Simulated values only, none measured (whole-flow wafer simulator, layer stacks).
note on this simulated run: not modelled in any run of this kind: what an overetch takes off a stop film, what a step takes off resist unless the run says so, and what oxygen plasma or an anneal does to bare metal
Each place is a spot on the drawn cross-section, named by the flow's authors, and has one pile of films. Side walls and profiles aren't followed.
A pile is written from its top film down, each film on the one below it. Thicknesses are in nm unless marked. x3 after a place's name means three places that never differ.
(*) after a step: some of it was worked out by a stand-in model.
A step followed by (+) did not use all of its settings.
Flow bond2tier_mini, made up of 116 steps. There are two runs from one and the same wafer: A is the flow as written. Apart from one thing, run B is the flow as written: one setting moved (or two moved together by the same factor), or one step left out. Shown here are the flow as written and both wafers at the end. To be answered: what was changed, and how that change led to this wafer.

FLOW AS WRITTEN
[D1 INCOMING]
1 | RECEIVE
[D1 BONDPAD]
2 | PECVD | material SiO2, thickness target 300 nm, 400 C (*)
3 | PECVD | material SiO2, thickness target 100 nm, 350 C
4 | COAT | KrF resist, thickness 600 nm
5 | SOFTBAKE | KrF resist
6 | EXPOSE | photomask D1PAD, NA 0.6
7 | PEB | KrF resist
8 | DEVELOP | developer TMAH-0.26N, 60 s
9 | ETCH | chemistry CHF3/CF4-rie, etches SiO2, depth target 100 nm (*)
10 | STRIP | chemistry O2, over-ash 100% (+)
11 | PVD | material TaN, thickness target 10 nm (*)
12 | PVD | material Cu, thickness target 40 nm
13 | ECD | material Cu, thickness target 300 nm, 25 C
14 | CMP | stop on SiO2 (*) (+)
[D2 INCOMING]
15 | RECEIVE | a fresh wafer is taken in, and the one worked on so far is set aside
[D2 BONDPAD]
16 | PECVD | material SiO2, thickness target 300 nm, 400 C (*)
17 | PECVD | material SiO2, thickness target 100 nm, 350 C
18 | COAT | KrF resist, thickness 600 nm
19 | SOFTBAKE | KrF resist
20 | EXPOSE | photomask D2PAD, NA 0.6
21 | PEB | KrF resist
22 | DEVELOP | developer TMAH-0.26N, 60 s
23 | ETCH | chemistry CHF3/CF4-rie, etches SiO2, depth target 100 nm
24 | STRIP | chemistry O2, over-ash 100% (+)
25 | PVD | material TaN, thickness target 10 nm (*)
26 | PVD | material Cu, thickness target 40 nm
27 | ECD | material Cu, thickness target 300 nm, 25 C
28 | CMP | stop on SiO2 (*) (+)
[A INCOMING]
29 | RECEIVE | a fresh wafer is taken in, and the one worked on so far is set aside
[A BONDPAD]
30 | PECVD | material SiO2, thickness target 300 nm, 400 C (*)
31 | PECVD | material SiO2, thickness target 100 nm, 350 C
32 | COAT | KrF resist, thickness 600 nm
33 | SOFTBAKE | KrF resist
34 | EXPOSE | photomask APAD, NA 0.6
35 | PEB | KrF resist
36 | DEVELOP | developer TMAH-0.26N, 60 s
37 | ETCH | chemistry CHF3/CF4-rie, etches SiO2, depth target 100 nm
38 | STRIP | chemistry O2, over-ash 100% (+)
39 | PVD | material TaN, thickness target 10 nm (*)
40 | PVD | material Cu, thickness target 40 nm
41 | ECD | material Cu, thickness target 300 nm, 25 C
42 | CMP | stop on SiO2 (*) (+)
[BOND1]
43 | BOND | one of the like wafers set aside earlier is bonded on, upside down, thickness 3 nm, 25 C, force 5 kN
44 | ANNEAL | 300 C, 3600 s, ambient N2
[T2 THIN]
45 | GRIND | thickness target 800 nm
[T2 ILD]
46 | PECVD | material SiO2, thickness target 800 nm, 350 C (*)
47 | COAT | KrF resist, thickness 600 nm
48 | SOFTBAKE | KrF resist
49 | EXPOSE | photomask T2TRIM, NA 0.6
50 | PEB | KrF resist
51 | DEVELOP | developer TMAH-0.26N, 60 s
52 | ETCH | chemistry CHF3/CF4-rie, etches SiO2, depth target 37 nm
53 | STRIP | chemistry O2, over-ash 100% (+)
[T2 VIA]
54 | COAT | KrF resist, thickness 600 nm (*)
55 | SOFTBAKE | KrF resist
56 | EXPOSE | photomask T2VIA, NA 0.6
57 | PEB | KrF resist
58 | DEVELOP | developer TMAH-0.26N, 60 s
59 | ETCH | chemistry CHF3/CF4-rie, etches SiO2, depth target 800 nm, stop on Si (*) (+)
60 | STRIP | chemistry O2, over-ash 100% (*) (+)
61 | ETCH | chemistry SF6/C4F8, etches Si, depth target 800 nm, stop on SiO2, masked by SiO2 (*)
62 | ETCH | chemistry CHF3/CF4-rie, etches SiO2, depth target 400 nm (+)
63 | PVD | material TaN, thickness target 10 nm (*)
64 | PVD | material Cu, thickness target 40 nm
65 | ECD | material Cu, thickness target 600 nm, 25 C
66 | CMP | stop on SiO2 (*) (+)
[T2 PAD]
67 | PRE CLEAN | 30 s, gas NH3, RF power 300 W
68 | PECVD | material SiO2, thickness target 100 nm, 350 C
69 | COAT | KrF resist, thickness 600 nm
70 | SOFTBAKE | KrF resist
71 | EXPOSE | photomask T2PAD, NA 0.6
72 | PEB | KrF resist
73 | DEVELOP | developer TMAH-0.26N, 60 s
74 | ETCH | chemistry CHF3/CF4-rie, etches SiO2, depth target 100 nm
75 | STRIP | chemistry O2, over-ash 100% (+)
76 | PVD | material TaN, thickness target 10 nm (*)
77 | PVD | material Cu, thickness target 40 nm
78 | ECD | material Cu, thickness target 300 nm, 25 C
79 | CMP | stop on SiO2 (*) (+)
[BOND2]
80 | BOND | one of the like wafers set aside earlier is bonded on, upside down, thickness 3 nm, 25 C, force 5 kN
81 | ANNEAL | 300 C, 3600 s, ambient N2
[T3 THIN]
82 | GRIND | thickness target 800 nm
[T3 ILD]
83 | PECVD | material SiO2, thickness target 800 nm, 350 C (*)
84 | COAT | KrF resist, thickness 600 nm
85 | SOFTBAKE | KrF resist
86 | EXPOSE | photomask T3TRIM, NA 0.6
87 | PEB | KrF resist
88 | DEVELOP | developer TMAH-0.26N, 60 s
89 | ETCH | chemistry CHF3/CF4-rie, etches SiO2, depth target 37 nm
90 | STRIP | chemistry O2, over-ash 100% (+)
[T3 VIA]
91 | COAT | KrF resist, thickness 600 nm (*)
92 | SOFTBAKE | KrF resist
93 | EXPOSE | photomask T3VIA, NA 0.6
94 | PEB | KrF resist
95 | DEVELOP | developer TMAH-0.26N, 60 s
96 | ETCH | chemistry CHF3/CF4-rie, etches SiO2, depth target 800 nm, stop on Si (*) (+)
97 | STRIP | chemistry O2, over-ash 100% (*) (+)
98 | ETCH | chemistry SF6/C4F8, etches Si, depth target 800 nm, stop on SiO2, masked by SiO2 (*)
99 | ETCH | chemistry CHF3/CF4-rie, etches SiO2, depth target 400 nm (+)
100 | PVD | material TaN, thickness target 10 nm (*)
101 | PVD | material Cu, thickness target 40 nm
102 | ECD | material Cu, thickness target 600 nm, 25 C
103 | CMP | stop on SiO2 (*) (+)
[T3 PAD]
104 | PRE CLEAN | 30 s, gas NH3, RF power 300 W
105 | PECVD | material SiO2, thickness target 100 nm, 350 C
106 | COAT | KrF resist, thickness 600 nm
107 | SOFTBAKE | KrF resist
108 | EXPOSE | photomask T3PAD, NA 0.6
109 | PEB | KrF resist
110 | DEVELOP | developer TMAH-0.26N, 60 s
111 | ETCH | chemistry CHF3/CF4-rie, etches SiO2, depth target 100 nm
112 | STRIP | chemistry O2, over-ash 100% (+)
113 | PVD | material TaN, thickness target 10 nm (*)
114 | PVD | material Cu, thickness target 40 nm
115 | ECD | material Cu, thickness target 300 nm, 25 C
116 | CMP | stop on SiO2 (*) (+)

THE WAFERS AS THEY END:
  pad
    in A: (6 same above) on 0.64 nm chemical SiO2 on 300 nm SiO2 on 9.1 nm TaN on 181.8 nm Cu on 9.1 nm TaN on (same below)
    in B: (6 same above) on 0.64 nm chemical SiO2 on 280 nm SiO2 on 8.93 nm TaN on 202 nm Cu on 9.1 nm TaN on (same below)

Cause: step 23, ETCH: depth target 120 nm was run, though the flow has depth target 100 nm.

The path from the change to this, step by step:
  23 | ETCH | chemistry CHF3/CF4-rie, etches SiO2, depth target 100 nm
      pad, via: A SiO2 loses 100 | B SiO2 loses 120
      field: A KrF resist loses 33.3 | B KrF resist loses 40
  27 | ECD | material Cu, thickness target 300 nm, 25 C
      pad: A Cu gains 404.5 | B Cu gains 425.3
      via: A Cu gains 400.2 | B Cu gains 420.3
  80 | BOND | one of the like wafers set aside earlier is bonded on, upside down, thickness 3 nm, 25 C, force 5 kN
      pad: A Si gains 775 um (new film), chemical SiO2 gains 0.64 (new film), SiO2 gains 300 (new film), TaN gains 9.1 (new film), Cu gains 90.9 | B Si gains 775 um (new film), chemical SiO2 gains 0.64 (new film), SiO2 gains 280 (new film), TaN gains 8.93 (new film), Cu gains 111.1
